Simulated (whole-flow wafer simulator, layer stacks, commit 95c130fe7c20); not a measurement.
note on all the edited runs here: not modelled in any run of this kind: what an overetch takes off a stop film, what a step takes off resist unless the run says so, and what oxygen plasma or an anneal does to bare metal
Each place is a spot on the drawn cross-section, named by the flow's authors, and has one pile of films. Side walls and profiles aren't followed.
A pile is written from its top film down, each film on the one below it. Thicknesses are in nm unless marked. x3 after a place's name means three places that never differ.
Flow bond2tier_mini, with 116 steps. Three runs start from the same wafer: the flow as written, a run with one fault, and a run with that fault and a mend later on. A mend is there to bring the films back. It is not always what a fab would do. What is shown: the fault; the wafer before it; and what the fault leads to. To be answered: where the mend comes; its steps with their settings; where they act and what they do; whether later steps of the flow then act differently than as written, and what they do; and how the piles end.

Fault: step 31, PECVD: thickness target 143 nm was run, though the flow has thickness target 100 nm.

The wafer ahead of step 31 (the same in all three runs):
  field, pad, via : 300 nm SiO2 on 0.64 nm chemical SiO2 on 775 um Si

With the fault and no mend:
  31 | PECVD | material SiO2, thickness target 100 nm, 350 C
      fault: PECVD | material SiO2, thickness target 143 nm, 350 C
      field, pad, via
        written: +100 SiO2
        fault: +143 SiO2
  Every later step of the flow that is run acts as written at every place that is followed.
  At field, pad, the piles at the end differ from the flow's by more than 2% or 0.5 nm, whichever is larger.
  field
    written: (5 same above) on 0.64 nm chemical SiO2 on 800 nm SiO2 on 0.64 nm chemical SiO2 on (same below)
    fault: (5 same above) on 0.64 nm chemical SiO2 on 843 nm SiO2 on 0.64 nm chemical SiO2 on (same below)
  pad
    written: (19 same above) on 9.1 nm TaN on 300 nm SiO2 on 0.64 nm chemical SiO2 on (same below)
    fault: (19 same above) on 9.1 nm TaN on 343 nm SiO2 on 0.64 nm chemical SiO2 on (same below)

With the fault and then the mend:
  The mend follows step 31.
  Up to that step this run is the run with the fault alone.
  31a | ETCH | chemistry CHF3/CF4-rie, etches SiO2, depth target 43 nm (the flow's step 9, run once more with other settings)
      field, pad, via
        -43 SiO2
  Every later step of the flow that is run acts as written at every place that is followed.
  The piles end the same as the flow's at every place that both follow.
